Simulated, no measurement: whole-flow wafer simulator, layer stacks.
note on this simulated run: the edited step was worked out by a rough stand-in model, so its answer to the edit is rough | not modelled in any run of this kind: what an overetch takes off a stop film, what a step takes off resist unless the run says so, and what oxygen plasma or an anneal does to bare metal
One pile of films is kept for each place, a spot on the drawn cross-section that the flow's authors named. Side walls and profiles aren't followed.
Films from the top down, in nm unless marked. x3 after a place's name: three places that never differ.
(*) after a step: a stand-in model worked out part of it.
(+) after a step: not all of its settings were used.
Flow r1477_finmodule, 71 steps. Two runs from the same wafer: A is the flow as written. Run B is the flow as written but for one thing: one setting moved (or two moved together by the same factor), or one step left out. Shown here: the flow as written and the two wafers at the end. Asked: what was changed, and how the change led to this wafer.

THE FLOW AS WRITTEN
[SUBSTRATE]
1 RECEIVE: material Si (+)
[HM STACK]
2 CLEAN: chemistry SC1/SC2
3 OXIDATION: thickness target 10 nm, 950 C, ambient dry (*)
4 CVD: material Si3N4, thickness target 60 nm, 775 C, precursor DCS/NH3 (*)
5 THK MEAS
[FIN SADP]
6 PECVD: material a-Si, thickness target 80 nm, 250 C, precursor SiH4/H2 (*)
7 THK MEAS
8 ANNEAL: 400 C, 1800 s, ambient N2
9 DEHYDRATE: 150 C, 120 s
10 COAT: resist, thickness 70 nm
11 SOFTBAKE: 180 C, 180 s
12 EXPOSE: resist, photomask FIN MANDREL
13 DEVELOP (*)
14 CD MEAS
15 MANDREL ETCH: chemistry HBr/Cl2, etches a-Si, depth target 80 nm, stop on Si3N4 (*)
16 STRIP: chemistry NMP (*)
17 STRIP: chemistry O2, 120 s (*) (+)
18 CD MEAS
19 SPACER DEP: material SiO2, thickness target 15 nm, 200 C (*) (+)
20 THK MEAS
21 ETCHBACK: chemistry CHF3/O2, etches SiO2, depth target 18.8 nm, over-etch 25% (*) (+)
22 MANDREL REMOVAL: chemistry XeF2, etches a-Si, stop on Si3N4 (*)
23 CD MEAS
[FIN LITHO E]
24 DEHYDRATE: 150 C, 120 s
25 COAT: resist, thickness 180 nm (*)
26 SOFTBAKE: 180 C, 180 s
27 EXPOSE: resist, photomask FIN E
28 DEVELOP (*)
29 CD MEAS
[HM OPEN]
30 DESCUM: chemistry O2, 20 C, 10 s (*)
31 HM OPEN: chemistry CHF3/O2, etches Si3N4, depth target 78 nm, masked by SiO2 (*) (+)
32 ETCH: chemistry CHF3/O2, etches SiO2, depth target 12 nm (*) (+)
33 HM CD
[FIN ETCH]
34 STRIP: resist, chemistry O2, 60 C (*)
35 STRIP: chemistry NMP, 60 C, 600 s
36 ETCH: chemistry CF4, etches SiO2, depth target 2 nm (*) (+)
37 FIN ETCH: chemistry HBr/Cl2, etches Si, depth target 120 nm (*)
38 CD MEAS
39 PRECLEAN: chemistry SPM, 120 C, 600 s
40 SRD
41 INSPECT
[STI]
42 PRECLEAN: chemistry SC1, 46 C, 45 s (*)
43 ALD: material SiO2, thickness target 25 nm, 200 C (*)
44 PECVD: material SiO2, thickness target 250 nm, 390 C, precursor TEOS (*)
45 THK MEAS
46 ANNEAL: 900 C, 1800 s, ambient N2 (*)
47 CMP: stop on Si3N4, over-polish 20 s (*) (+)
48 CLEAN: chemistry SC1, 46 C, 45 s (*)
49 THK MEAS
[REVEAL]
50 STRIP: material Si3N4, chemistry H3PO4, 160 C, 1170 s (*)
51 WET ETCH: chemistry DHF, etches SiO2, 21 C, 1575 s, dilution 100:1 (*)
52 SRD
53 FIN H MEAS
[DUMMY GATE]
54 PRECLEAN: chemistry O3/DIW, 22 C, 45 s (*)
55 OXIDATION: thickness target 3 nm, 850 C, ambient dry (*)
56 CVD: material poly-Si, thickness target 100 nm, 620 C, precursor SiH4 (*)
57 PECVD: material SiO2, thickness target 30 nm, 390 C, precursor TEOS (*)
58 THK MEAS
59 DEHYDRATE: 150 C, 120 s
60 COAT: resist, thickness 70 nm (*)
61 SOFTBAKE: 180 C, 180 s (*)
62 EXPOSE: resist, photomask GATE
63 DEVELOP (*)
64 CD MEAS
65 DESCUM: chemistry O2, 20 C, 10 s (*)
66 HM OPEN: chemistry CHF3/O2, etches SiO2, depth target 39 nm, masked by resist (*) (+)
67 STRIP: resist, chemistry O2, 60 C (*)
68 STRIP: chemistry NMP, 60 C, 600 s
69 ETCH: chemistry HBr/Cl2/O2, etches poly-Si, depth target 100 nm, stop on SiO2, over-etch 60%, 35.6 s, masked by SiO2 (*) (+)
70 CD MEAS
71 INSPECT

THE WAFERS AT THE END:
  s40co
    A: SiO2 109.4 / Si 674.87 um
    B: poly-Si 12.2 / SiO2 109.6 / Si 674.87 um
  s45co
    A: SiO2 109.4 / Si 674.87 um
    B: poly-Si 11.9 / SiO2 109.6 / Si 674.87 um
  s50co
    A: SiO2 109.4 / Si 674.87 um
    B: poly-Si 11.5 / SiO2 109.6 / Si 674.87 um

The cause: step 56, CVD: thickness target 160 nm was run, where the flow has thickness target 100 nm.

How the change led to this, step by step:
  56 CVD: material poly-Si, thickness target 100 nm, 620 C, precursor SiH4 (*)
      pad, padg, elg and 26 more: A poly-Si +100 (new film) | B poly-Si +160 (new film)
      s40cg, s40co: A poly-Si +113.9 (new film) | B poly-Si +174.7 (new film)
      (and at 5 more places)
  67 STRIP: resist, chemistry O2, 60 C (*)
      s40cg: A resist -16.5 (all of it) | B resist -15.8 (all of it)
      s45cg: A resist -16.9 (all of it) | B resist -16.1 (all of it)
      (and at 1 more place)
  69 ETCH: chemistry HBr/Cl2/O2, etches poly-Si, depth target 100 nm, stop on SiO2, over-etch 60%, 35.6 s, masked by SiO2 (*) (+)
      pad, eso, e40so, e100so, e200so, s40so, s45so, s50so: A chemical SiO2 -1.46 (all of it), poly-Si -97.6 (all of it), SiO2 -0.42 | B chemical SiO2 -1.46 (all of it), poly-Si -157.6 (all of it)
      elo, e40lo, e100lo, e200lo: A chemical SiO2 -1.46 (all of it), poly-Si -97.6 (all of it), Si3N4 -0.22 | B chemical SiO2 -1.46 (all of it), poly-Si -157.6 (all of it)
      (and at 6 more places)
